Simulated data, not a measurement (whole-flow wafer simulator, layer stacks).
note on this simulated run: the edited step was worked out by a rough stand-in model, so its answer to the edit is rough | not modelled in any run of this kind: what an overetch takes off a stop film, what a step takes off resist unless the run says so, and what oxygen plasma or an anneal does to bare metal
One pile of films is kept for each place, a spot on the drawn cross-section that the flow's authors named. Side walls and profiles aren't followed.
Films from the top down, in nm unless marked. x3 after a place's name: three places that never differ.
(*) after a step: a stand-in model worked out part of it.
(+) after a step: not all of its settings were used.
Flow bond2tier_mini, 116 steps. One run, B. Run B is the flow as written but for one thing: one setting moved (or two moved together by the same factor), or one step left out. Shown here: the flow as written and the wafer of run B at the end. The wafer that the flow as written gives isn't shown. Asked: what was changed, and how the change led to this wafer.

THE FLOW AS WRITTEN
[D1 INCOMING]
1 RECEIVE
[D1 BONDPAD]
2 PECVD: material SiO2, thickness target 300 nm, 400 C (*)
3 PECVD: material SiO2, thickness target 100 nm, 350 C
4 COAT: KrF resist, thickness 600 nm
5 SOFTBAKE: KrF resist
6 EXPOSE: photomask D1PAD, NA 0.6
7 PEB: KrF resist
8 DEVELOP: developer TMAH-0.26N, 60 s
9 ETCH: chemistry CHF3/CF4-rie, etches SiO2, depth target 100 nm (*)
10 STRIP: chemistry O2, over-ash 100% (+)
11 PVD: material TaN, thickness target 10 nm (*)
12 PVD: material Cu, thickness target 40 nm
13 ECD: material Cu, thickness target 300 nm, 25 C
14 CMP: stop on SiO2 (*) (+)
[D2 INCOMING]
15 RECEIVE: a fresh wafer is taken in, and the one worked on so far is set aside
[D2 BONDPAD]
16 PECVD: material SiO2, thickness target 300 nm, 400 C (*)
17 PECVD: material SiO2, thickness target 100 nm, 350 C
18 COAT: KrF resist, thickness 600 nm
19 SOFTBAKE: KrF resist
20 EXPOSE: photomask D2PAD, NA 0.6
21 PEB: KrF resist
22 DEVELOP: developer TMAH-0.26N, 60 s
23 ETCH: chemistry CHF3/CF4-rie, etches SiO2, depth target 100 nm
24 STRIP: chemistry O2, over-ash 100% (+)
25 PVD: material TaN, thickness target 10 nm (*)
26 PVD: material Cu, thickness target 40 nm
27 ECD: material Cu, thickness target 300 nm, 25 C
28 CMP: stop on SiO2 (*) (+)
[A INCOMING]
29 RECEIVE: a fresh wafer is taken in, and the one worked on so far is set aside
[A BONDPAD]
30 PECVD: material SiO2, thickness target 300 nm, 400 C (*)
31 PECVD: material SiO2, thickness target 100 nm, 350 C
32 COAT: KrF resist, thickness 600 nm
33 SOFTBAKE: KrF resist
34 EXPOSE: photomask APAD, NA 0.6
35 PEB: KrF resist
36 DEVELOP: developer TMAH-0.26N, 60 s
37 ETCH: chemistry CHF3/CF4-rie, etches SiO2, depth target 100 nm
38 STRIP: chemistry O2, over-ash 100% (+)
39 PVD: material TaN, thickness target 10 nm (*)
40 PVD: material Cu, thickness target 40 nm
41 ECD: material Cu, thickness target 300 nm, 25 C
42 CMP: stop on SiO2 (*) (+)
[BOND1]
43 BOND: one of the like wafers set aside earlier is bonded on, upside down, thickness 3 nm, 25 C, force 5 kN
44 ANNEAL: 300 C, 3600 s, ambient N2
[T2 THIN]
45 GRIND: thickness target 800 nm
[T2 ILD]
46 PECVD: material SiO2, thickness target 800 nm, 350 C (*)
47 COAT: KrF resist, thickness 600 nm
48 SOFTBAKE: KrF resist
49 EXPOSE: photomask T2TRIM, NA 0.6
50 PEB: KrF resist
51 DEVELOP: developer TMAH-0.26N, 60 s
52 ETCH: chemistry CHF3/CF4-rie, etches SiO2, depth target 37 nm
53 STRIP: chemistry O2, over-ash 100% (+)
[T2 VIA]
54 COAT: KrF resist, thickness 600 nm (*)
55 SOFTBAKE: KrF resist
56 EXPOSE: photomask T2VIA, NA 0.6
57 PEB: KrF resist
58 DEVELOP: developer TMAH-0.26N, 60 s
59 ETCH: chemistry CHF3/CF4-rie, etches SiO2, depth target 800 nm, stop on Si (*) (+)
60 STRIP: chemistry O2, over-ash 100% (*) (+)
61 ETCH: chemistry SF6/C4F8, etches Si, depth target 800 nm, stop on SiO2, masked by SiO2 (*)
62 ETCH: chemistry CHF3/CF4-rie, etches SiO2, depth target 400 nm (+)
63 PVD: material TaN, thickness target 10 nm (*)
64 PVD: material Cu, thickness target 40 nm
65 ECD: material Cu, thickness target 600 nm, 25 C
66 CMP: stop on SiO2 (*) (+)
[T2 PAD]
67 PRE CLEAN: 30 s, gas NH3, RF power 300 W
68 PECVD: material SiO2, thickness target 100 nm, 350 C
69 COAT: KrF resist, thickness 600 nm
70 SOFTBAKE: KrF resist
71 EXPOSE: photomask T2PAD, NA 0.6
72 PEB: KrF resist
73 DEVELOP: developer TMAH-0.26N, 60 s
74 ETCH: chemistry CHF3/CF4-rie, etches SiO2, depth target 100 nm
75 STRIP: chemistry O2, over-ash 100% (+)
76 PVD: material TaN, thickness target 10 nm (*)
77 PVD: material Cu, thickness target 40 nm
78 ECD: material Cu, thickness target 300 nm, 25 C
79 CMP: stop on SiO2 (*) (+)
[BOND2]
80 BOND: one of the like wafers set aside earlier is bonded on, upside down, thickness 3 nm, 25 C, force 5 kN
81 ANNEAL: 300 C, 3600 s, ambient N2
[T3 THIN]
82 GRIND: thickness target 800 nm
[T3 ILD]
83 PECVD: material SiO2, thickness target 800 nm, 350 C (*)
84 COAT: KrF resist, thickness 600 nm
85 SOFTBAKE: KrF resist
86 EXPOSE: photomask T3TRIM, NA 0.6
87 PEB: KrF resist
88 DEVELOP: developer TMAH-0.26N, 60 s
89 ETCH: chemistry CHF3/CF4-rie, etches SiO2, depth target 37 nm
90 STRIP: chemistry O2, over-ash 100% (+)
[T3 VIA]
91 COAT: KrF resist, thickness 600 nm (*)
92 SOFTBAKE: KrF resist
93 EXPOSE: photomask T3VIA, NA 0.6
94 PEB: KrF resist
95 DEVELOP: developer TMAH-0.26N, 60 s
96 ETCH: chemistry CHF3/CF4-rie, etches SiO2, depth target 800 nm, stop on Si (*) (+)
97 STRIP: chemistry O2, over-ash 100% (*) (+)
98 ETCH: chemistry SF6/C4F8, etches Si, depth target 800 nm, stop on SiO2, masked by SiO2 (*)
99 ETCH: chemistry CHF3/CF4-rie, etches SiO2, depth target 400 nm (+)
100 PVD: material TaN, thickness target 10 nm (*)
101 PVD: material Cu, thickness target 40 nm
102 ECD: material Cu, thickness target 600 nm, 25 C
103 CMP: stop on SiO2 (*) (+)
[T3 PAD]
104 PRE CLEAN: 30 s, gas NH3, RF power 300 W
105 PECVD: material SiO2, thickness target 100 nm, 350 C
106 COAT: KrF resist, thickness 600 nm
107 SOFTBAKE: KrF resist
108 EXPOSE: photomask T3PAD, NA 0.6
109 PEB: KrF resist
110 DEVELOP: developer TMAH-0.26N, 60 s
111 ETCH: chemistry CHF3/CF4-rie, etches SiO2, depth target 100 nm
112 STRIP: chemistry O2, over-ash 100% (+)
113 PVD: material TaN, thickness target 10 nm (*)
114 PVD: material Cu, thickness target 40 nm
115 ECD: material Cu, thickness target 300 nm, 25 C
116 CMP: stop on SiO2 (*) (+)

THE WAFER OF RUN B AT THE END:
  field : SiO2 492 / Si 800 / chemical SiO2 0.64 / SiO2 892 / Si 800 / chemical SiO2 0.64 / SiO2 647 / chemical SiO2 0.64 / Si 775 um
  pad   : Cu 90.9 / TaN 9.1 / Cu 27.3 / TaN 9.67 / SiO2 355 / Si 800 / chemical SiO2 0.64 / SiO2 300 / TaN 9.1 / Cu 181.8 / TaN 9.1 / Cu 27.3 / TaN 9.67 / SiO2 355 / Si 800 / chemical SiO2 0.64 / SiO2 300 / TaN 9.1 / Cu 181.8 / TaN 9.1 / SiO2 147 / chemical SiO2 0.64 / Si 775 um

The cause: step 30, PECVD: thickness target 147 nm was run, where the flow has thickness target 300 nm.
It can be read off the wafer: pad has SiO2 147, and step 30 as written asks for 300 nm.

How the change led to this, step by step:
  30 PECVD: material SiO2, thickness target 300 nm, 400 C (*)
      field, pad, via: SiO2 +147 (new film) (as written it would be: SiO2 +300 (new film))
